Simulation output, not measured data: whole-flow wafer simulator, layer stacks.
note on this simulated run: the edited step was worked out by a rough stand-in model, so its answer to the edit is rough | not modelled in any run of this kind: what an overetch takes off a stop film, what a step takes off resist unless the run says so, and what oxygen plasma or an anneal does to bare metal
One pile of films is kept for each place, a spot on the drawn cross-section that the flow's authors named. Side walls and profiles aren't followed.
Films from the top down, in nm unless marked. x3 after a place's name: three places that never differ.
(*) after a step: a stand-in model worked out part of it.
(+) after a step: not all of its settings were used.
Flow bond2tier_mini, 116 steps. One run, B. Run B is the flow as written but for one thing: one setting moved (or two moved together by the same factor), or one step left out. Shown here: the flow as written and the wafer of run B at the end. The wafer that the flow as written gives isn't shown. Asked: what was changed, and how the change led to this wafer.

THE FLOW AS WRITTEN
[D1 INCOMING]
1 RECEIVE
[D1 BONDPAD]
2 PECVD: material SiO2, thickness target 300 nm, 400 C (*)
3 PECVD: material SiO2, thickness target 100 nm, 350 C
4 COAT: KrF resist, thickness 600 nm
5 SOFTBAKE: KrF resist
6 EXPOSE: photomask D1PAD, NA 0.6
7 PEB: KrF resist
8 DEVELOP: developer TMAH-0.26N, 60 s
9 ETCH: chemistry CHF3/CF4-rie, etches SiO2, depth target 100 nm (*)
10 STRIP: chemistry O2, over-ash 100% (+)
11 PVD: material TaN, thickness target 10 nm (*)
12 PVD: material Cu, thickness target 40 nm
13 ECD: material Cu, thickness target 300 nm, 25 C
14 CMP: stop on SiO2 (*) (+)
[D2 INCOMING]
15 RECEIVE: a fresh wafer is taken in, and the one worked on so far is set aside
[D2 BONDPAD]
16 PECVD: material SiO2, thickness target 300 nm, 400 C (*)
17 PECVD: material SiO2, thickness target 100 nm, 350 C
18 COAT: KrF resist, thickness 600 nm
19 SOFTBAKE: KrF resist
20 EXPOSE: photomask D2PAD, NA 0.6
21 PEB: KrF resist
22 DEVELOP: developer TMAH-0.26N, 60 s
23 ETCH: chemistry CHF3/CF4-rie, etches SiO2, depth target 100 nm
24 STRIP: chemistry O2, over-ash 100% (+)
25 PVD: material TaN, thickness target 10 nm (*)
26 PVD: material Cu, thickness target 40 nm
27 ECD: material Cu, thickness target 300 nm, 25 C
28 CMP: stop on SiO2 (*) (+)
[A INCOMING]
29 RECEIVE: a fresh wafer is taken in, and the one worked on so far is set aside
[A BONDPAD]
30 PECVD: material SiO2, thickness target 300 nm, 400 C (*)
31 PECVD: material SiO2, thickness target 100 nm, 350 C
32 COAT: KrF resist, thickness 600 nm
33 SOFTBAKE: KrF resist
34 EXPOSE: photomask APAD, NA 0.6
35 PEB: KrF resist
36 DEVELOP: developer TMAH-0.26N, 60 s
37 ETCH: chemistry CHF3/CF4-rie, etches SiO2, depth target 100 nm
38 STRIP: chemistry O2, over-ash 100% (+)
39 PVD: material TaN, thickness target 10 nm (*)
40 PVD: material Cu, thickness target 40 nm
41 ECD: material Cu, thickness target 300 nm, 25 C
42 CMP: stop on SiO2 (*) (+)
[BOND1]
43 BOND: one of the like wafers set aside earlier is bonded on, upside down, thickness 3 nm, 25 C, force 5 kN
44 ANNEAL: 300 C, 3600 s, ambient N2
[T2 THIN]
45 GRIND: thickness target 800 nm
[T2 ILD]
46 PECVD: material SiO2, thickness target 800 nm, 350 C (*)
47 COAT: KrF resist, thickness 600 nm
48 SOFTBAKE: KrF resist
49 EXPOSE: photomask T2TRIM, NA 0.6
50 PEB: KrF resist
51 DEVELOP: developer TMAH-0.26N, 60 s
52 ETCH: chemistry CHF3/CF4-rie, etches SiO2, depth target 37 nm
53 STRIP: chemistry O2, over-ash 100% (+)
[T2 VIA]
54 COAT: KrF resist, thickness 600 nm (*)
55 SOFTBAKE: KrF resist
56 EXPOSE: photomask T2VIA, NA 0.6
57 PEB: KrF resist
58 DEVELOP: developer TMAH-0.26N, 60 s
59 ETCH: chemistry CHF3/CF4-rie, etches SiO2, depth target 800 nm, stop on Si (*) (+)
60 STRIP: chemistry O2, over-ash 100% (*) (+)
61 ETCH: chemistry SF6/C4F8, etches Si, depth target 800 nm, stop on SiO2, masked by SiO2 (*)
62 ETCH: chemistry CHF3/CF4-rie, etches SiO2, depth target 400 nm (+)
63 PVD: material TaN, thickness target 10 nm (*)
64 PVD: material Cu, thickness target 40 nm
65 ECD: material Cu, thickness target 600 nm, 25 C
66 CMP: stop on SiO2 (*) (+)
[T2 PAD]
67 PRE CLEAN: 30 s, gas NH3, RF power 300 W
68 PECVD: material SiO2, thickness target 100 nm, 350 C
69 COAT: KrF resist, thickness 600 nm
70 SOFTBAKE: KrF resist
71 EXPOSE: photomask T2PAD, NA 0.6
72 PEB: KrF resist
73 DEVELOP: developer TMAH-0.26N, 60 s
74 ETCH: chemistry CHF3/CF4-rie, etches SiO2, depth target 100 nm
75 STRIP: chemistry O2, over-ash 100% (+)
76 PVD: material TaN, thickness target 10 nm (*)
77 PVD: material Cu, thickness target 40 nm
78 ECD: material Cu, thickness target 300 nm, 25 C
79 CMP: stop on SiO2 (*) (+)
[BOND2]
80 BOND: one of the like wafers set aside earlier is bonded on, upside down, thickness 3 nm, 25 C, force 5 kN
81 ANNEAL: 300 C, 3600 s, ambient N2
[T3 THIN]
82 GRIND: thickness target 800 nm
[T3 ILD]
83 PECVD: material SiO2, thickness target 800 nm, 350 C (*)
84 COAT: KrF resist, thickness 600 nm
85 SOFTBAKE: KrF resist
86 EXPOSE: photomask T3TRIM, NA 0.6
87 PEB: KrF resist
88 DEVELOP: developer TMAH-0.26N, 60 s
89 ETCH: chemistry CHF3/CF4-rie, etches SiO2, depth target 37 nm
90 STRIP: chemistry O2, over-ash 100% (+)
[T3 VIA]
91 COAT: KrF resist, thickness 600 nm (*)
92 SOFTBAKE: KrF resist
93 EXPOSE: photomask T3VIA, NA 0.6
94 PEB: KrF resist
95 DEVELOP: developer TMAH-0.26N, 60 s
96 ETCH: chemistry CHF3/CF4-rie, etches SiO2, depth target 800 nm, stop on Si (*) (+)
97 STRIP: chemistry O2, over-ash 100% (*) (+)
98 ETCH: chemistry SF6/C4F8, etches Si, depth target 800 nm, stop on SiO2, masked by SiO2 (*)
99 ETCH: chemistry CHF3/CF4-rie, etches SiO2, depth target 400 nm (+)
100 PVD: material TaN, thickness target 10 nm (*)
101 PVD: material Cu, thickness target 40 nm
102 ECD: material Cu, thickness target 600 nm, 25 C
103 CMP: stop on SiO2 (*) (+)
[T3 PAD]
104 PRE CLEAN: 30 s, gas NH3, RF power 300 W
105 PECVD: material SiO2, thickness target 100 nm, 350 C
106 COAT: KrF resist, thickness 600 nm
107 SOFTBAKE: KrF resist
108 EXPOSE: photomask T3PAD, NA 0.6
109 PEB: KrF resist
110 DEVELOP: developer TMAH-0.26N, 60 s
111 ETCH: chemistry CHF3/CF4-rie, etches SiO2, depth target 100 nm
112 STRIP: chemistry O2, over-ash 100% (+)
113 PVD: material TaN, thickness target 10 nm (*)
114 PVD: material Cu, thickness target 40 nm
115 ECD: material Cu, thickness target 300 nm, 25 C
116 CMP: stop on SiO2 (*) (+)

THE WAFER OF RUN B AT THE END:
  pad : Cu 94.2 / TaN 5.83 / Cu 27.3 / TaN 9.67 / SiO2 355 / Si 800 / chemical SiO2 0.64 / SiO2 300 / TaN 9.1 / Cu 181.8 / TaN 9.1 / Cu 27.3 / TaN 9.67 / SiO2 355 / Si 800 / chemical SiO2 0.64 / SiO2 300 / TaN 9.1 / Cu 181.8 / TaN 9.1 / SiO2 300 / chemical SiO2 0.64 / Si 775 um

The cause: step 113, PVD: thickness target 6.4 nm was run, where the flow has thickness target 10 nm.

How the change led to this, step by step:
  113 PVD: material TaN, thickness target 10 nm (*)
      field: TaN +6.4 (new film) (as written it would be: TaN +10 (new film))
      pad: TaN +5.83 (new film) (as written it would be: TaN +9.1 (new film))
  116 CMP: stop on SiO2 (*) (+)
      field: Cu -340 (all of it), TaN -6.4 (all of it) (as written it would be: Cu -340 (all of it), TaN -10 (all of it))
